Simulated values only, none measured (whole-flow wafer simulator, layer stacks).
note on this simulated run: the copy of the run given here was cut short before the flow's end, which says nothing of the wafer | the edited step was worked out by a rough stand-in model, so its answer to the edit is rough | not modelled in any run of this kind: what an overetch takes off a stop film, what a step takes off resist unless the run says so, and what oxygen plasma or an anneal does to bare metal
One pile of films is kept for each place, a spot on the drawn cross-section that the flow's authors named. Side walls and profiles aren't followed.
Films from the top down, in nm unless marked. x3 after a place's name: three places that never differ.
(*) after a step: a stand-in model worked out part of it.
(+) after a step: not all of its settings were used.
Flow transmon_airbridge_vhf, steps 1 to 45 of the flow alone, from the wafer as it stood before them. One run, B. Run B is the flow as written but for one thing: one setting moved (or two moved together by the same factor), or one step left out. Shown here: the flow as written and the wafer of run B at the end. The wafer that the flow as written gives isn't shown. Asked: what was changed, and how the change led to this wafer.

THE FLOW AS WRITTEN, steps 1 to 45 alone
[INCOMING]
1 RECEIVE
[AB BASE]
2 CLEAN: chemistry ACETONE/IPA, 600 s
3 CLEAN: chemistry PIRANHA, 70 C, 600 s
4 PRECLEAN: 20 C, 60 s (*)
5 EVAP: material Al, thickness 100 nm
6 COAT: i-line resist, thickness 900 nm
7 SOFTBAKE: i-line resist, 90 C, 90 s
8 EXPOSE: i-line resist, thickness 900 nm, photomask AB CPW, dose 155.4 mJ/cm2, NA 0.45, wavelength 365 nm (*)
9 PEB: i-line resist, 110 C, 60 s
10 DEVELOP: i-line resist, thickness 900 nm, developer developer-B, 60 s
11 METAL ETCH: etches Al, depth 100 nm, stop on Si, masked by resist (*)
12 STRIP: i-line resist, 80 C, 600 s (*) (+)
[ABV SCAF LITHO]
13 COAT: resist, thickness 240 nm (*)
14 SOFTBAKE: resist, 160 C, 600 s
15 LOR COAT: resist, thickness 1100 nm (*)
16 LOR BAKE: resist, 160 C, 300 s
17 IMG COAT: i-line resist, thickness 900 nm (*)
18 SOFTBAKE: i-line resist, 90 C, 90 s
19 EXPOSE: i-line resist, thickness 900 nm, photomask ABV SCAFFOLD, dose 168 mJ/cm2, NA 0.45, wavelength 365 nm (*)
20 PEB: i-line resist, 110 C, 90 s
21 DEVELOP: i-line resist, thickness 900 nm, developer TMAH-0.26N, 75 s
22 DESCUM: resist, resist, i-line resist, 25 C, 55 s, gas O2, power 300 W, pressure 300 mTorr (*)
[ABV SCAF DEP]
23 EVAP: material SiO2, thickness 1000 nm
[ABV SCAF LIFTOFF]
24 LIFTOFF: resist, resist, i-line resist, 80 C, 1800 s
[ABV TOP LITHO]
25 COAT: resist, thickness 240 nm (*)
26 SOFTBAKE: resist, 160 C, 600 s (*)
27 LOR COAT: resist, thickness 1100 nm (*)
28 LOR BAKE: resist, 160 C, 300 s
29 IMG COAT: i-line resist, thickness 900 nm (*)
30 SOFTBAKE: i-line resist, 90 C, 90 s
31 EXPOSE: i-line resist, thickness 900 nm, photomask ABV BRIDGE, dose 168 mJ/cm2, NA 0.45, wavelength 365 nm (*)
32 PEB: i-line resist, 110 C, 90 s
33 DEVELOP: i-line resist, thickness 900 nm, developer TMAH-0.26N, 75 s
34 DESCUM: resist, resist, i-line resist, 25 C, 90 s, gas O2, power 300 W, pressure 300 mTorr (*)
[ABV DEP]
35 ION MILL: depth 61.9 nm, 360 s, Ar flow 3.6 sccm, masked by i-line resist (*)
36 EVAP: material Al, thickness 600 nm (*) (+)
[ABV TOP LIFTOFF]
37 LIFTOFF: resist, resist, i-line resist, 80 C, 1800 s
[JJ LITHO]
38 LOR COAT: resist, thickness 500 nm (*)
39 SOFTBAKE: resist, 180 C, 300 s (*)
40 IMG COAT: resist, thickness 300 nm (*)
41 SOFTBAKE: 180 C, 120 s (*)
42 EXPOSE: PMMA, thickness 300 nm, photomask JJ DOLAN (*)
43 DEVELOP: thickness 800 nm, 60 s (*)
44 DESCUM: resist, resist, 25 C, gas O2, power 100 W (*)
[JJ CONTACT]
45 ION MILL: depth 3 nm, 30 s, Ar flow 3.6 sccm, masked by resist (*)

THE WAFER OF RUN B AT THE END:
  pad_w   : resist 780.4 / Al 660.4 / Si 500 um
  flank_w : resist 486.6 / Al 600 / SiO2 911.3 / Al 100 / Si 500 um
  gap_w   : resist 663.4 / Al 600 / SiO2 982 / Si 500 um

The cause: step 35, ION MILL: depth 30.9 nm was run, where the flow has depth 61.9 nm; step 35, ION MILL: 180 s was run, where the flow has 360 s.

How the change led to this, step by step:
  35 ION MILL: depth 61.9 nm, 360 s, Ar flow 3.6 sccm, masked by i-line resist (*)
      field x3, jj_line, ground_far, trace_open_s x2, margin_s, margin_n: i-line resist -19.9 (as written it would be: i-line resist -39.7)
      flank_w, gap_w, cpw_trace, gap_e, flank_e, bridge_strip: SiO2 -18 (as written it would be: SiO2 -36)
      (and at 2 more places)
  37 LIFTOFF: resist, resist, i-line resist, 80 C, 1800 s
      field x3, jj_line, trace_open_s x2: Al -600 (all of it), i-line resist -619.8 (all of it), resist -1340 (all of it) (as written it would be: Al -600 (all of it), i-line resist -600 (all of it), resist -1340 (all of it))
      margin_s, margin_n: Al -600 (all of it), i-line resist -338.1 (all of it), resist -992 (all of it) (as written it would be: Al -600 (all of it), i-line resist -318.3 (all of it), resist -992 (all of it))
      (and at 1 more place)
